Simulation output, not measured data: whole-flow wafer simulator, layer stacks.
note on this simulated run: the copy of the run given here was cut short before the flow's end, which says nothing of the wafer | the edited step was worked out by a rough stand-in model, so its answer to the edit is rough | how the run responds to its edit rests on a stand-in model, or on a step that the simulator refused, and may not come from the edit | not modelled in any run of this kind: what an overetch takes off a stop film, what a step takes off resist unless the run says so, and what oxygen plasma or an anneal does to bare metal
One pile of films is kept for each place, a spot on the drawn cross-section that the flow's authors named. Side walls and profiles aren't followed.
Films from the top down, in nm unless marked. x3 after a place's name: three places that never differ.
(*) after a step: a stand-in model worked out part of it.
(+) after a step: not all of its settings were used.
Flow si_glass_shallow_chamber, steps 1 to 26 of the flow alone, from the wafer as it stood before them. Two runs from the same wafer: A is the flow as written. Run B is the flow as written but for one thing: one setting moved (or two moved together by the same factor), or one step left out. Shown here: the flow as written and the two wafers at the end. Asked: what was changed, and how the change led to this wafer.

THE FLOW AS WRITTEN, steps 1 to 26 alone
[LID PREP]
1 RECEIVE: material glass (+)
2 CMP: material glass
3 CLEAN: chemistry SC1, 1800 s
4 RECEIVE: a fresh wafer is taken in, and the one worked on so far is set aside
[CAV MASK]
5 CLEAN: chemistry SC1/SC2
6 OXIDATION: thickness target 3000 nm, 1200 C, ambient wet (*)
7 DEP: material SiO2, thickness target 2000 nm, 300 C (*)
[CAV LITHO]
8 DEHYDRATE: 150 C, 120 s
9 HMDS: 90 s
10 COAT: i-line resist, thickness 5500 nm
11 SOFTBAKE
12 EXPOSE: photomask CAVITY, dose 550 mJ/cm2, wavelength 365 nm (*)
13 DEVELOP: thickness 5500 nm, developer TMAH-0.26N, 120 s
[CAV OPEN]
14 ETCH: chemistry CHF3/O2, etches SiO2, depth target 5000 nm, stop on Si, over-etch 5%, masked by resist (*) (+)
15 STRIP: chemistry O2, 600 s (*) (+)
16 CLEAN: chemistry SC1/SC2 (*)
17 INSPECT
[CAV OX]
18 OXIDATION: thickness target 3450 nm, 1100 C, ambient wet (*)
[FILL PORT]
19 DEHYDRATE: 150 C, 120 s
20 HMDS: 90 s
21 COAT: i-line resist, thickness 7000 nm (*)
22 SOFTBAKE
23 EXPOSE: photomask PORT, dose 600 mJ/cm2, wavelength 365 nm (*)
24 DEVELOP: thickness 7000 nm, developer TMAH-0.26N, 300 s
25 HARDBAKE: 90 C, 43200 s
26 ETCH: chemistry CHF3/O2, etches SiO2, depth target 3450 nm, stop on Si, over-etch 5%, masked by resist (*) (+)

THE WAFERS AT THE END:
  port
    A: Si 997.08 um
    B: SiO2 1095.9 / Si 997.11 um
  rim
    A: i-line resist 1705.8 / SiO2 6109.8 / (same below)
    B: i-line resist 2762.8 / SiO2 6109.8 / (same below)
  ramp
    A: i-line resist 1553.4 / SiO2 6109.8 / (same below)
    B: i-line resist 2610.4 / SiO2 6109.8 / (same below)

The cause: step 26, ETCH: depth target 2242 nm was run, where the flow has depth target 3450 nm.

How the change led to this, step by step:
  26 ETCH: chemistry CHF3/O2, etches SiO2, depth target 3450 nm, stop on Si, over-etch 5%, masked by resist (*) (+)
      port: A SiO2 -3450 (all of it), Si -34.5 | B SiO2 -2354.1
      rim, ramp, cav, ring: A i-line resist -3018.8 | B i-line resist -1961.8
      (and at 1 more place)
